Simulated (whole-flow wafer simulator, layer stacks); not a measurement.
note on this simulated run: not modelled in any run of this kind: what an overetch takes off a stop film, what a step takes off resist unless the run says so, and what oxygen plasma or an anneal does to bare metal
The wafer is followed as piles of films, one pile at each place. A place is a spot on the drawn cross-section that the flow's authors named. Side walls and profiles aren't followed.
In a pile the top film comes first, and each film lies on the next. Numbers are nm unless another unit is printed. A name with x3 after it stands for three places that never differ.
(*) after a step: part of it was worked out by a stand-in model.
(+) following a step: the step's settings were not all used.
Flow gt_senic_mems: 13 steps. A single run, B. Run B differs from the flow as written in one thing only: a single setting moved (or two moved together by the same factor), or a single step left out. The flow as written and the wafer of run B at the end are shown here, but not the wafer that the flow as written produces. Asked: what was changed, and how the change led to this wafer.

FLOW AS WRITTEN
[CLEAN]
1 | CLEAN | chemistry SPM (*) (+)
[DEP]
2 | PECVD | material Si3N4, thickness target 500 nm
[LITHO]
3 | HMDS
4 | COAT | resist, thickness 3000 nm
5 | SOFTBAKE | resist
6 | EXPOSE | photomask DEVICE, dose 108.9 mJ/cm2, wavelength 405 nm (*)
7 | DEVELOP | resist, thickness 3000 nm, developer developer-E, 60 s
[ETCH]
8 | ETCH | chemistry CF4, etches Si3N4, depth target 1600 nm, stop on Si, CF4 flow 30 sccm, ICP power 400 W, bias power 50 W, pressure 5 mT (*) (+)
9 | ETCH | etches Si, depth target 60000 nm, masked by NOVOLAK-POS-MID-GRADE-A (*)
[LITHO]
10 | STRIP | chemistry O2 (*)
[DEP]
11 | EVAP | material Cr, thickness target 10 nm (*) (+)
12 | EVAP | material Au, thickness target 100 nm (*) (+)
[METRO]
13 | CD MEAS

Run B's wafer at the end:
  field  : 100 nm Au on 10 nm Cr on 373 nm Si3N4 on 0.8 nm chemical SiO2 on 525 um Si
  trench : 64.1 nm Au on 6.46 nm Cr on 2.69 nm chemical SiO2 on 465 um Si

What caused this: step 2, PECVD: thickness target 373 nm was run, though the flow has thickness target 500 nm.
The wafer itself shows it: field has Si3N4 373, and step 2 as written asks for 500 nm.

Step by step, how the change led to this:
  2 | PECVD | material Si3N4, thickness target 500 nm
      field, trench: Si3N4 gains 373 (new film) (it would be, as written: Si3N4 gains 500 (new film))
  8 | ETCH | chemistry CF4, etches Si3N4, depth target 1600 nm, stop on Si, CF4 flow 30 sccm, ICP power 400 W, bias power 50 W, pressure 5 mT (*) (+)
      field: resist loses 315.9 (it would be, as written: resist loses 400.5)
      trench: Si3N4 loses 373 (all of it), chemical SiO2 loses 0.8 (all of it) (it would be, as written: Si3N4 loses 500 (all of it), chemical SiO2 loses 0.8 (all of it))
  10 | STRIP | chemistry O2 (*)
      field: resist loses 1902 (all of it) (it would be, as written: resist loses 1817.3 (all of it))
